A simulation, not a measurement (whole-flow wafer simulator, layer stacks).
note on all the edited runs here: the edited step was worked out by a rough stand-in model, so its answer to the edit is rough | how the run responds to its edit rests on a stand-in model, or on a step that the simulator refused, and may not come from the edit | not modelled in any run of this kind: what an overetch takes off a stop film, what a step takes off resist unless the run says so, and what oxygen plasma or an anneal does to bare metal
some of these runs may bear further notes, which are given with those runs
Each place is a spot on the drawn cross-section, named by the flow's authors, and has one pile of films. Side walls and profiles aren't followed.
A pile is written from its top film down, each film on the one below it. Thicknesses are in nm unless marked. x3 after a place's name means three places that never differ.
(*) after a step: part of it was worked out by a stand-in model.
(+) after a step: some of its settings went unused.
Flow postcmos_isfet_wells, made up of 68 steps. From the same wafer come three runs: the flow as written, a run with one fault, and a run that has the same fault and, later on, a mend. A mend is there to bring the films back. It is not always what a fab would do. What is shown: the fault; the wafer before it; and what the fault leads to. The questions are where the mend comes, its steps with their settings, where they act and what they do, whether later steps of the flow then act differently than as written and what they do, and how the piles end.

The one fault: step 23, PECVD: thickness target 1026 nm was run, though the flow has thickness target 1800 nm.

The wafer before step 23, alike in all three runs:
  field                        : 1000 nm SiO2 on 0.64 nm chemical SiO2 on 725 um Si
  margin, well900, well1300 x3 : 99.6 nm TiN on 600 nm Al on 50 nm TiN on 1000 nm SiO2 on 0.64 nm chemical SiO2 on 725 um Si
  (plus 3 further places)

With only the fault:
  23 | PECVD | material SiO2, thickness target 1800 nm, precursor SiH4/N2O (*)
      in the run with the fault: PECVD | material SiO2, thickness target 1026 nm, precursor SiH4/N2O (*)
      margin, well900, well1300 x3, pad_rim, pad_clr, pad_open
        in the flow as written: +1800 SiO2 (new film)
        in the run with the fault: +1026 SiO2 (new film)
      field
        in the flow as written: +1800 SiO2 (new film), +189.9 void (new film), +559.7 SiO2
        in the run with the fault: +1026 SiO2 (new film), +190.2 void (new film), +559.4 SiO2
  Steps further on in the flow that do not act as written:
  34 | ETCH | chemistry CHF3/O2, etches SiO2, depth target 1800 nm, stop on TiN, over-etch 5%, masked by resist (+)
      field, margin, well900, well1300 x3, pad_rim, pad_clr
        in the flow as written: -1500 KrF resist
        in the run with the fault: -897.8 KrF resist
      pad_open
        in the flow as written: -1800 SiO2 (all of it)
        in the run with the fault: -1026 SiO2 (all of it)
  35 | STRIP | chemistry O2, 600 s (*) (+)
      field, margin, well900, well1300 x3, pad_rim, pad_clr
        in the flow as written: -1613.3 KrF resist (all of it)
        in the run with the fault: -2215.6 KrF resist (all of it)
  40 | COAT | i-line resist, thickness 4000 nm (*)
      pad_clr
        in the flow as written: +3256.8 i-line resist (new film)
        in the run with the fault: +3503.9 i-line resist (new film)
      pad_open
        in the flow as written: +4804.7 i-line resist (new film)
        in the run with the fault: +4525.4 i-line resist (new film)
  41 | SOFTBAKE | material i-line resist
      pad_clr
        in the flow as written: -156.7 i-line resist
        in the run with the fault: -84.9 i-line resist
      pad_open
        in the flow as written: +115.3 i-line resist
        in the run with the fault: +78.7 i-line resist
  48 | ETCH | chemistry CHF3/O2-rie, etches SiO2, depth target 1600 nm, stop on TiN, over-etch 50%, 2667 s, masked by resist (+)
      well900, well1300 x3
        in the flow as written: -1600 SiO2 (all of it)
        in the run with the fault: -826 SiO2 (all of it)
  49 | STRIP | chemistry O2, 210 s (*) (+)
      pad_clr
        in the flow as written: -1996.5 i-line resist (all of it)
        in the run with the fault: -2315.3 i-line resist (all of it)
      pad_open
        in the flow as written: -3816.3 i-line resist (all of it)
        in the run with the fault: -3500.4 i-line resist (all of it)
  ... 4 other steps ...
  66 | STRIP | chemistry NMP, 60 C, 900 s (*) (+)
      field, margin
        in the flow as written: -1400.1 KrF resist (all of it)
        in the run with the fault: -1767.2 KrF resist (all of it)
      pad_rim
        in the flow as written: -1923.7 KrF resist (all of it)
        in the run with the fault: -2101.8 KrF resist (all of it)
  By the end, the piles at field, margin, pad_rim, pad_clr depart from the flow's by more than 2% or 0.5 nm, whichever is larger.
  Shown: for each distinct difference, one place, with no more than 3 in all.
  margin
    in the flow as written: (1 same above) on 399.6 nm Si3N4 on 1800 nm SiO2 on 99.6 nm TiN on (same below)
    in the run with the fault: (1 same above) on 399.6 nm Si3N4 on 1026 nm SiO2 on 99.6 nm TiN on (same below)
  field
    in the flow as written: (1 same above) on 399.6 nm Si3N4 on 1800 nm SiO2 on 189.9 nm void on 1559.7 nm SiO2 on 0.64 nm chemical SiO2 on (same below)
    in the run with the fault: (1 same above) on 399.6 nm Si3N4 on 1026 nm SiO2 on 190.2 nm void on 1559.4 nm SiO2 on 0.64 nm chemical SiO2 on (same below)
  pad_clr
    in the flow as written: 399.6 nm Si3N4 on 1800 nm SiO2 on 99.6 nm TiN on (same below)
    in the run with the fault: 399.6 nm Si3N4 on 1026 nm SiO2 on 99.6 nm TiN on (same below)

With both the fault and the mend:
  The mend follows step 23.
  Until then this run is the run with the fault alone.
  23a | PECVD | material SiO2, thickness target 774 nm, precursor SiH4/N2O (*) (the flow's step 23, run once more with other settings)
      field, margin, well900, well1300 x3, pad_rim, pad_clr, pad_open
        +774 SiO2
  Later steps of the flow that are run all act as written at every place that is followed.
  At the end the piles are close to the flow's at the places that both follow, differing by at most 2% or 0.5 nm, whichever is larger.
